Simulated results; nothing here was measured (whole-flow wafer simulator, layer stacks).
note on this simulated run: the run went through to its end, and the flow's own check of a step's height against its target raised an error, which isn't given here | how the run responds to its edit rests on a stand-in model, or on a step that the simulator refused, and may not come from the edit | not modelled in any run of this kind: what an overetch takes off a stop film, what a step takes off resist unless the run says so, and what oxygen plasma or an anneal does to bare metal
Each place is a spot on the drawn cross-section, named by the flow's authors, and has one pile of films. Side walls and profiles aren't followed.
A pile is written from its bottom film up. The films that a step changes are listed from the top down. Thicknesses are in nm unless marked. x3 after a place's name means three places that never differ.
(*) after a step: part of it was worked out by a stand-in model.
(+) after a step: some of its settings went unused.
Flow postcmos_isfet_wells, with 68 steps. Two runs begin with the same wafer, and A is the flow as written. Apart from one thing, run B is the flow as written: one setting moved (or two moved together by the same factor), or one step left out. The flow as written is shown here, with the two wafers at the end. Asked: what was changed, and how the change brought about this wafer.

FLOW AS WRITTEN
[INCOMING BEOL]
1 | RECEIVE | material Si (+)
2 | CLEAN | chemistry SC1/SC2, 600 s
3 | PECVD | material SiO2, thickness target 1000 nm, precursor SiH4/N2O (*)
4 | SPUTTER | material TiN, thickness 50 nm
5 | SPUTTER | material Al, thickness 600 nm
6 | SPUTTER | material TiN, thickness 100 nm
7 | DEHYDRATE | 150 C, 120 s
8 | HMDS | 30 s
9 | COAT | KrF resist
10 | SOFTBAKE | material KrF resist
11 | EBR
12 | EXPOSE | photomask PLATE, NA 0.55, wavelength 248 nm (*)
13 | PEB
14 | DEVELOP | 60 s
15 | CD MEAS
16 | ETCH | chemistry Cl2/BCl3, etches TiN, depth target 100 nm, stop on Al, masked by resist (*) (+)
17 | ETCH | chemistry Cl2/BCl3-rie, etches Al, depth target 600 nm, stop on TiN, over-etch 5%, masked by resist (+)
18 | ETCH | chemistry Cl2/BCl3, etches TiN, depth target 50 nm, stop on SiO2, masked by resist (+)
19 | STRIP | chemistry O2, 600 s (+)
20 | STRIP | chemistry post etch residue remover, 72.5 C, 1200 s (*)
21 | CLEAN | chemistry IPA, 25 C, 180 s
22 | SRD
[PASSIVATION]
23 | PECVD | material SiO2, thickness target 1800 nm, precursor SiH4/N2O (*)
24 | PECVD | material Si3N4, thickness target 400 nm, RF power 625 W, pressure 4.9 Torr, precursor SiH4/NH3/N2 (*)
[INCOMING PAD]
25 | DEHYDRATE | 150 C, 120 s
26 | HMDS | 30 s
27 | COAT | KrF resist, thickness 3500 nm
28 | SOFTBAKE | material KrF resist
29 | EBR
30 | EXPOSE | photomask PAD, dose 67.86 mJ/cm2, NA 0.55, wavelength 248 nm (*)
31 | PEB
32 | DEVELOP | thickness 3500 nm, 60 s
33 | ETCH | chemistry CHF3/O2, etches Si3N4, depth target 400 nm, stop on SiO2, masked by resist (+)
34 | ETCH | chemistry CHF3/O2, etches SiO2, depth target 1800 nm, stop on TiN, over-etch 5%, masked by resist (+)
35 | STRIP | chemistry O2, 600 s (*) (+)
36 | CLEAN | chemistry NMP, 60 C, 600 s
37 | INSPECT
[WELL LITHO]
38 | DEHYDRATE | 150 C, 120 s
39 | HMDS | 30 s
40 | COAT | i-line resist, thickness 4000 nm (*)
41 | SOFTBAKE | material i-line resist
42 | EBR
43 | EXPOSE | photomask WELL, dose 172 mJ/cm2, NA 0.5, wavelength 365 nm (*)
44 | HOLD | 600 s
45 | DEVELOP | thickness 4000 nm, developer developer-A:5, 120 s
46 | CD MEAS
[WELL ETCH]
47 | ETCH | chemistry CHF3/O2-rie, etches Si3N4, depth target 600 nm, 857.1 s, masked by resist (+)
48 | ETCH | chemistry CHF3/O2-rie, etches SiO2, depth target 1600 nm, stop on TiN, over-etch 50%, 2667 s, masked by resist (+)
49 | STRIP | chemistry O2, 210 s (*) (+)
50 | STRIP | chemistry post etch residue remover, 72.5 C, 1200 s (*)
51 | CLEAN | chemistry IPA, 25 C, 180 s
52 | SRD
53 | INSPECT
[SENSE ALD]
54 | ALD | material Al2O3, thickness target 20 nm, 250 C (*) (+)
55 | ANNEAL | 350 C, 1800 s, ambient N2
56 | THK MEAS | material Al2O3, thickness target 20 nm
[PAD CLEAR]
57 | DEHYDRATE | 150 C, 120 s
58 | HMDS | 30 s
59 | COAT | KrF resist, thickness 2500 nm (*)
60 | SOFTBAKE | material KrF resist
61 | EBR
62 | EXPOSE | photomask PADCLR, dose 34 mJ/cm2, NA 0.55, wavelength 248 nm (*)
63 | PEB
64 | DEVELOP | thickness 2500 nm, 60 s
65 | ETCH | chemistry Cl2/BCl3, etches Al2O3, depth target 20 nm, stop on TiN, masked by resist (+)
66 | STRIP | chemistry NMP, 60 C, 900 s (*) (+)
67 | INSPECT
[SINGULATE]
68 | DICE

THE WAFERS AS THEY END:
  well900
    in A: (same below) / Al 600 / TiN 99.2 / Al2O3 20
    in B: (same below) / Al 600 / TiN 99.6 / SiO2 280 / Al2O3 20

Cause: step 48, ETCH: depth target 880 nm was run, though the flow has depth target 1600 nm; step 48, ETCH: 1467 s was run, where the flow has 2667 s.

How this came from the change, step by step:
  48 | ETCH | chemistry CHF3/O2-rie, etches SiO2, depth target 1600 nm, stop on TiN, over-etch 50%, 2667 s, masked by resist (+)
      well900, well1300 x3: A SiO2 loses 1600 (all of it) | B SiO2 loses 1320
      field, margin, pad_rim, pad_clr, pad_open: A i-line resist loses 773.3 | B i-line resist loses 425.3
  49 | STRIP | chemistry O2, 210 s (*) (+)
      field, margin, pad_rim: A i-line resist loses 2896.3 (all of it) | B i-line resist loses 3244.3 (all of it)
      pad_clr: A i-line resist loses 1996.5 (all of it) | B i-line resist loses 2344.5 (all of it)
      (as well as at 1 more place)
  59 | COAT | KrF resist, thickness 2500 nm (*)
      field: A KrF resist gains 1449 (new film) | B KrF resist gains 1583 (new film)
      margin: A KrF resist gains 1448.9 (new film) | B KrF resist gains 1582.9 (new film)
  63 | PEB
      field, margin: A KrF resist loses 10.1 | B KrF resist loses 11.1
  66 | STRIP | chemistry NMP, 60 C, 900 s (*) (+)
      field, margin: A KrF resist loses 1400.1 (all of it) | B KrF resist loses 1533.1 (all of it)
